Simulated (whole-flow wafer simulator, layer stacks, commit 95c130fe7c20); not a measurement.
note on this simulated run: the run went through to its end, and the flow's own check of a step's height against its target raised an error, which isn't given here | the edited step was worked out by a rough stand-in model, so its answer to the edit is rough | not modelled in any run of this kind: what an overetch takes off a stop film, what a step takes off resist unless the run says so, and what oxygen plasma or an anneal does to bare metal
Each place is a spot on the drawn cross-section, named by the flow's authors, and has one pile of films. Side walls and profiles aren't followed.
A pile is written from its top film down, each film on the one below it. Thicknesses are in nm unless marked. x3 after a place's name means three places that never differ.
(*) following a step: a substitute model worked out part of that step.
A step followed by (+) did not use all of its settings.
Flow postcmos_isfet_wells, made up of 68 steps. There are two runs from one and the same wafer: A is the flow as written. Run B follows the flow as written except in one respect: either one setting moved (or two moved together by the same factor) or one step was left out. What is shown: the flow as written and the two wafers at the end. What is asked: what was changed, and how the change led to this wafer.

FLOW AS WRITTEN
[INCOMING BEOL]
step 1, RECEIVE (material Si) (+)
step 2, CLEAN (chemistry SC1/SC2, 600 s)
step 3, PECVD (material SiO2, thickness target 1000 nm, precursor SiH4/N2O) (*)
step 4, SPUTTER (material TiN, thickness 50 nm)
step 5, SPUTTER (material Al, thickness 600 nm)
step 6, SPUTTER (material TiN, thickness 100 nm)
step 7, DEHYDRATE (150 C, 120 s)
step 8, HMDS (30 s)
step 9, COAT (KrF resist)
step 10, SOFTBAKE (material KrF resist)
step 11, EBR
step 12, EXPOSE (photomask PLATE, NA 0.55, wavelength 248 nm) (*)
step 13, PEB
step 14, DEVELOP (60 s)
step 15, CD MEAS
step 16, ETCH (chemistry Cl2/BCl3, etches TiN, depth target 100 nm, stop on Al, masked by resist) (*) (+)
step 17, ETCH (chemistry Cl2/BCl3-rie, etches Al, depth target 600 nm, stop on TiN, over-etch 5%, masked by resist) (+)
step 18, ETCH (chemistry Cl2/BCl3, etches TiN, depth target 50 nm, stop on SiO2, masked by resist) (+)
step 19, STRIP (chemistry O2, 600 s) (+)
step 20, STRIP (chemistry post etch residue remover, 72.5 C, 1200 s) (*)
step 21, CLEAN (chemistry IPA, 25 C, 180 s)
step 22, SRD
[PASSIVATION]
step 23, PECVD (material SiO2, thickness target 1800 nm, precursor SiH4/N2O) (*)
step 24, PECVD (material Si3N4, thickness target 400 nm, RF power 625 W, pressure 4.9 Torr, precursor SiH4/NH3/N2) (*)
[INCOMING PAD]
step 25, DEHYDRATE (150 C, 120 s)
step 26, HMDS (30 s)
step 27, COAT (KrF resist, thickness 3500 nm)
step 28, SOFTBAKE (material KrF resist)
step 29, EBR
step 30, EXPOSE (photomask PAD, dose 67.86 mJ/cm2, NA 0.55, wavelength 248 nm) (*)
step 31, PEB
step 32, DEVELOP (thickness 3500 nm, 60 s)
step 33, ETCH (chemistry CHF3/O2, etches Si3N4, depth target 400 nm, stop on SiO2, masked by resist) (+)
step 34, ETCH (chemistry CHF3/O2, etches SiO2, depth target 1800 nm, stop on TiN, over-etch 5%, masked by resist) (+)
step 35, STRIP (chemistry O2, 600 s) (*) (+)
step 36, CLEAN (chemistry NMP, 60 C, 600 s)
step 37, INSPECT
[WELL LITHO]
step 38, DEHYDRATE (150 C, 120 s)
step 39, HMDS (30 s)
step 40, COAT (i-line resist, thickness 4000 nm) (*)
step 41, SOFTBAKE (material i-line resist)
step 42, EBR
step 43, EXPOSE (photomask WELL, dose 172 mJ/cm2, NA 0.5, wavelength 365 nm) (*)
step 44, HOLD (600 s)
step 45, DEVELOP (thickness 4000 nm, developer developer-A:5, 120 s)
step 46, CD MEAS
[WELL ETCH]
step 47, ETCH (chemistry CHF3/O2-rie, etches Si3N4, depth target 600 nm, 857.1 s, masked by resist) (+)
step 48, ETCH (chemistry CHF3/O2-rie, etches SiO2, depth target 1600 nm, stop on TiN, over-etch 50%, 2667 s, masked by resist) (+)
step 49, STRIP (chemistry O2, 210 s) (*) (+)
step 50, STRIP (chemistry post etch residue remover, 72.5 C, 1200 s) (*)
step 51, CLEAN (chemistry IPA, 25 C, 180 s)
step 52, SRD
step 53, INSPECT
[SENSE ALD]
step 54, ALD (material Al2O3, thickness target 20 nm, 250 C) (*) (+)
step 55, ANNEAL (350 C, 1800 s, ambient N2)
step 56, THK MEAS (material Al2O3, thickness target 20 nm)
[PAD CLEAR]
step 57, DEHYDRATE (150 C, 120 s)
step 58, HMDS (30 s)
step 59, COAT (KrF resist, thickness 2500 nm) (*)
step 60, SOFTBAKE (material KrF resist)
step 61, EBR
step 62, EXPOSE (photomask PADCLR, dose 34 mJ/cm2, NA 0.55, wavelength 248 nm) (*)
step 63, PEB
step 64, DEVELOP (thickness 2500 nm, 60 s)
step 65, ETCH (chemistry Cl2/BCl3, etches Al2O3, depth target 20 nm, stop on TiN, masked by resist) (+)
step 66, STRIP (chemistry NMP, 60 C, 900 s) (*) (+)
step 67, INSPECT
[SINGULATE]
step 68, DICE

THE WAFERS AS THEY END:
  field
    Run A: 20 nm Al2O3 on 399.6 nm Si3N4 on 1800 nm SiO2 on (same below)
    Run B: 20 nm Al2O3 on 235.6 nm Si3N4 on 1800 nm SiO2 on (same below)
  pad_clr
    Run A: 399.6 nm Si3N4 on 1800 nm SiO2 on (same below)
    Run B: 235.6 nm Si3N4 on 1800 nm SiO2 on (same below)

The reason: step 24, PECVD: thickness target 236 nm was run, whereas the flow has thickness target 400 nm.

The path from the change to this, step by step:
  step 24, PECVD (material Si3N4, thickness target 400 nm, RF power 625 W, pressure 4.9 Torr, precursor SiH4/NH3/N2) (*)
      field, margin, well900, well1300 x3, pad_rim, pad_clr, pad_open: A +400 Si3N4 (new film) | B +236 Si3N4 (new film)
  step 33, ETCH (chemistry CHF3/O2, etches Si3N4, depth target 400 nm, stop on SiO2, masked by resist) (+)
      field, margin, well900, well1300 x3, pad_rim, pad_clr: A -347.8 KrF resist | B -307.8 KrF resist
      pad_open: A -400 Si3N4 (all of it) | B -236 Si3N4 (all of it)
  step 35, STRIP (chemistry O2, 600 s) (*) (+)
      field, margin, well900, well1300 x3, pad_rim, pad_clr: A -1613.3 KrF resist (all of it) | B -1653.3 KrF resist (all of it)
  step 41, SOFTBAKE (material i-line resist)
      pad_clr: A -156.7 i-line resist | B -140.4 i-line resist
      pad_open: A +115.3 i-line resist | B +108 i-line resist
  step 47, ETCH (chemistry CHF3/O2-rie, etches Si3N4, depth target 600 nm, 857.1 s, masked by resist) (+)
      well900, well1300 x3: A -400 Si3N4 (all of it), -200 SiO2 | B -236 Si3N4 (all of it), -364 SiO2
  step 48, ETCH (chemistry CHF3/O2-rie, etches SiO2, depth target 1600 nm, stop on TiN, over-etch 50%, 2667 s, masked by resist) (+)
      well900, well1300 x3: A -1600 SiO2 (all of it) | B -1436 SiO2 (all of it)
  step 49, STRIP (chemistry O2, 210 s) (*) (+)
      pad_clr: A -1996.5 i-line resist (all of it) | B -2064 i-line resist (all of it)
  step 59, COAT (KrF resist, thickness 2500 nm) (*)
      field: A +1449 KrF resist (new film) | B +1527.3 KrF resist (new film)
      margin: A +1448.9 KrF resist (new film) | B +1527.3 KrF resist (new film)
      (and at 1 other place as well)
  step 63, PEB
      field, margin: A -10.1 KrF resist | B -10.7 KrF resist
  step 64, DEVELOP (thickness 2500 nm, 60 s)
      pad_clr: A -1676 KrF resist (all of it) | B -1730.8 KrF resist (all of it)
  step 66, STRIP (chemistry NMP, 60 C, 900 s) (*) (+)
      field, margin: A -1400.1 KrF resist (all of it) | B -1477.9 KrF resist (all of it)
